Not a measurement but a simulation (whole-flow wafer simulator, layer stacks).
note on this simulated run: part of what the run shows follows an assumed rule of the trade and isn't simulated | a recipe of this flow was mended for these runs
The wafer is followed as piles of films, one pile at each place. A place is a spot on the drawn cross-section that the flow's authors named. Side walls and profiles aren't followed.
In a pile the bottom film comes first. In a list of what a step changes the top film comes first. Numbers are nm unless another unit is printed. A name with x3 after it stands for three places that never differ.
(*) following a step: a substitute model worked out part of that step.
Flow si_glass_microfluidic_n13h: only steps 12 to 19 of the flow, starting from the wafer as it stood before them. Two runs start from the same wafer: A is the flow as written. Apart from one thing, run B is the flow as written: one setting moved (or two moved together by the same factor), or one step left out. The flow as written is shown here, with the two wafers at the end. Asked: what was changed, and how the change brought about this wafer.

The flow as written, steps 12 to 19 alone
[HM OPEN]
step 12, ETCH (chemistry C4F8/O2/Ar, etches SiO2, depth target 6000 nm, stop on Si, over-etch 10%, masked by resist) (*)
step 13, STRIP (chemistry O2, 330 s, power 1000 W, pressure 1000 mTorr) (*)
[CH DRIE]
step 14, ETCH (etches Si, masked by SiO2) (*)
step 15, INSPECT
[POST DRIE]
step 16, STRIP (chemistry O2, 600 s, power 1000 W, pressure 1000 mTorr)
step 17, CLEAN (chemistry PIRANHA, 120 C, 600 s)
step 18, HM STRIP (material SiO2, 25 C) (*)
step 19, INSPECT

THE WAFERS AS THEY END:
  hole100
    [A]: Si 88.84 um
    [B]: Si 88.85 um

Cause: step 12, ETCH: over-etch 7.88% was run, whereas the flow has over-etch 10%.

The path from the change to this, step by step:
  step 12, ETCH (chemistry C4F8/O2/Ar, etches SiO2, depth target 6000 nm, stop on Si, over-etch 10%, masked by resist) (*)
      hole100: A SiO2 loses 6000 (all of it), Si loses 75 | B SiO2 loses 6000 (all of it), Si loses 59.1
